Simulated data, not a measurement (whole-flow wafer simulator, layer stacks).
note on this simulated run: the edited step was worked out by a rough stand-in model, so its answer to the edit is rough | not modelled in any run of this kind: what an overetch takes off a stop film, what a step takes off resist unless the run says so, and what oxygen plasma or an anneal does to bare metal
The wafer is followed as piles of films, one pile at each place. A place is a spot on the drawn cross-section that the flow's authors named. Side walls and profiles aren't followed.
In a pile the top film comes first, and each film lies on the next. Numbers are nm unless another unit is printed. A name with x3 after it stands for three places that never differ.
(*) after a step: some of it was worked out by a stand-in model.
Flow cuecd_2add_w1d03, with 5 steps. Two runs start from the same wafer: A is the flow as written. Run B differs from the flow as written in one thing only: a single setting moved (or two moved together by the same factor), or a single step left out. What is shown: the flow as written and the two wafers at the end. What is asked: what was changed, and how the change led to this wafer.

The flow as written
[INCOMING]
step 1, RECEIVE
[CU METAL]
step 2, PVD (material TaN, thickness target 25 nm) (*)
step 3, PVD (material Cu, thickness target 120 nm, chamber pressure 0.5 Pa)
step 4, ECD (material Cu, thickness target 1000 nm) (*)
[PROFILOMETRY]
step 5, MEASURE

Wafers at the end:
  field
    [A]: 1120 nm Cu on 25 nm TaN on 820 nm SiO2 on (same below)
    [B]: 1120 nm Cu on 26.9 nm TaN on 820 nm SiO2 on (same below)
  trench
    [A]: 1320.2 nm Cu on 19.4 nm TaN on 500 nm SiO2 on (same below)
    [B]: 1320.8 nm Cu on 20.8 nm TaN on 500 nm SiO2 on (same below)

The reason: step 2, PVD: thickness target 26.9 nm was run, while the flow as written has thickness target 25 nm.
The wafer itself shows it: field has TaN 26.9, and step 2 as written asks for 25 nm.

Step by step, how the change led to this:
  step 2, PVD (material TaN, thickness target 25 nm) (*)
      field: A +25 TaN (new film) | B +26.9 TaN (new film)
      trench: A +19.4 TaN (new film) | B +20.8 TaN (new film)
